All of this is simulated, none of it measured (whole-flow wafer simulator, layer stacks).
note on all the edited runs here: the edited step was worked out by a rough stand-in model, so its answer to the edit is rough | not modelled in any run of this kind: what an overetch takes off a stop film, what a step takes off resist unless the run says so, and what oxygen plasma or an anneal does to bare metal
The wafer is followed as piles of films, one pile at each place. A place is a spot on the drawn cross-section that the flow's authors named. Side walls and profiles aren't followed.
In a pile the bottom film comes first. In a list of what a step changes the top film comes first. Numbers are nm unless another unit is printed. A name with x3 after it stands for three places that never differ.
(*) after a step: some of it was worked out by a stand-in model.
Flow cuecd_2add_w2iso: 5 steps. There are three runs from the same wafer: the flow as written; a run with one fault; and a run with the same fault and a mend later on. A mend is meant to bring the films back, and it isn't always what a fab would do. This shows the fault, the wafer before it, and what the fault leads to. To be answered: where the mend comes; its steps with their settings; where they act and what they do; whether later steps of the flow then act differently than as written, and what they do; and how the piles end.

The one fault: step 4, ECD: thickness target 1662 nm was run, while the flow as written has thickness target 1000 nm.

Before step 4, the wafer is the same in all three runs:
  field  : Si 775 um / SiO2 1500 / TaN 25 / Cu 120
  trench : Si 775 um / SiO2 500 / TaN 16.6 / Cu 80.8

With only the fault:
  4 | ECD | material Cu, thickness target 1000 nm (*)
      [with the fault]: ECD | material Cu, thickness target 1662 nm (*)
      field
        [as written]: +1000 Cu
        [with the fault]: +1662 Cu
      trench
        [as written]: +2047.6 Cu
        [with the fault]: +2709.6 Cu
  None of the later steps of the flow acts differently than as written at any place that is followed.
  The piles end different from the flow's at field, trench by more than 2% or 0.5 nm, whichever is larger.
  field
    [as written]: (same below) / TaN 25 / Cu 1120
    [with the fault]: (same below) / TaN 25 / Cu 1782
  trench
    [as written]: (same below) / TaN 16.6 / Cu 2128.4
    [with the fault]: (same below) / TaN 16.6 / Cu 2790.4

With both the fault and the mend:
  After step 5 comes the mend.
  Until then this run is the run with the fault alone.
  5a | ETCH | chemistry cu recess dil, depth target 662 nm
      field, trench
        -662 Cu
  None of the later steps of the flow acts differently than as written at any place that is followed.
  The piles end the same as the flow's at every place that both follow.
